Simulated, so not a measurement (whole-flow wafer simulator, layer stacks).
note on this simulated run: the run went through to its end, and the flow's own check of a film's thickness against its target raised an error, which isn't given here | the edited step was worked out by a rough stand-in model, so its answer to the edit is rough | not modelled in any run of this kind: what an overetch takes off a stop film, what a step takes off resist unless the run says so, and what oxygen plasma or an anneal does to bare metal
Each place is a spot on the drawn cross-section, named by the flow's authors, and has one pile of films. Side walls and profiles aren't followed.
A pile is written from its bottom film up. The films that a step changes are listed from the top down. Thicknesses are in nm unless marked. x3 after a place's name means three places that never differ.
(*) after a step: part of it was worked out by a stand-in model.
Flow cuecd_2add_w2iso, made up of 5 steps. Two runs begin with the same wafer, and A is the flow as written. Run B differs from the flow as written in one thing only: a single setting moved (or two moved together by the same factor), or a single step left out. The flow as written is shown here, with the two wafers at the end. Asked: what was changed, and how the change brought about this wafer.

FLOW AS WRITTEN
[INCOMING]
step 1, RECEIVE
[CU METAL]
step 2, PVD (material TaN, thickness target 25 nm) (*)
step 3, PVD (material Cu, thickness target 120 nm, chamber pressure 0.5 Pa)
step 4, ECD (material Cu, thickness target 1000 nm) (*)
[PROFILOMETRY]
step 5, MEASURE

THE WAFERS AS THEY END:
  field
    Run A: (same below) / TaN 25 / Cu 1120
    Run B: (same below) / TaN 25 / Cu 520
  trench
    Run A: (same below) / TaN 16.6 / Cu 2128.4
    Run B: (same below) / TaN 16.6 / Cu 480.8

What caused this: step 4, ECD: thickness target 400 nm was run, though the flow has thickness target 1000 nm.

Step by step, how the change led to this:
  step 4, ECD (material Cu, thickness target 1000 nm) (*)
      field: A +1000 Cu | B +400 Cu
      trench: A +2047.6 Cu | B +400 Cu
